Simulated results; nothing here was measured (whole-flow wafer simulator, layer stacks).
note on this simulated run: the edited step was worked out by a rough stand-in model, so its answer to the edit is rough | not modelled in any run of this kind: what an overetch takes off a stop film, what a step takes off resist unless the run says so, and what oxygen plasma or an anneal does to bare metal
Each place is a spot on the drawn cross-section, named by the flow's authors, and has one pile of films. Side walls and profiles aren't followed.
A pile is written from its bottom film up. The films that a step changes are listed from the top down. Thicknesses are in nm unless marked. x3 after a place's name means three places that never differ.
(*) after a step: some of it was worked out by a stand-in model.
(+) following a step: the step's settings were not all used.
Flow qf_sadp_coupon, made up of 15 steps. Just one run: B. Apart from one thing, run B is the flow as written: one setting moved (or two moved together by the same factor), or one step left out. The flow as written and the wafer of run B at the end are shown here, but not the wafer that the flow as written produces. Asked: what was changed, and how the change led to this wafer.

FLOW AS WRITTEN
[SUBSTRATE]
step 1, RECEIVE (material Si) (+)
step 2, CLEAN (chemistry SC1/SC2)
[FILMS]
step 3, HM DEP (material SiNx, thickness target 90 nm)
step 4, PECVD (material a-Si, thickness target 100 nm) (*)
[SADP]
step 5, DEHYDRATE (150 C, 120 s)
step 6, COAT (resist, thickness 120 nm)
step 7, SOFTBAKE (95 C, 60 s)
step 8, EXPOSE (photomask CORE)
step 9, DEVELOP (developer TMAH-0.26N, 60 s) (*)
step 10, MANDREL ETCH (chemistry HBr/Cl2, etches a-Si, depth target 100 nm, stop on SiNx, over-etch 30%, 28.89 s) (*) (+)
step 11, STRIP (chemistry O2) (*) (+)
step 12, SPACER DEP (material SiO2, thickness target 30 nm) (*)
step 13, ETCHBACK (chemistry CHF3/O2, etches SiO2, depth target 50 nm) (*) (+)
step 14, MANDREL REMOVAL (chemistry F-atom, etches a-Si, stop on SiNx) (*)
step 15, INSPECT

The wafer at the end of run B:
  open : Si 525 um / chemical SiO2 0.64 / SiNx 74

The reason: step 13, ETCHBACK: depth target 42.3 nm was run, though the flow has depth target 50 nm.

The path from the change to this, step by step:
  step 13, ETCHBACK (chemistry CHF3/O2, etches SiO2, depth target 50 nm) (*) (+)
      m: SiO2 loses 30 (all of it), chemical SiO2 loses 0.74 (all of it), a-Si loses 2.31 (it would be, as written: SiO2 loses 30 (all of it), chemical SiO2 loses 0.74 (all of it), a-Si loses 3.85)
      open: SiO2 loses 30 (all of it), SiNx loses 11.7 (it would be, as written: SiO2 loses 30 (all of it), SiNx loses 19)
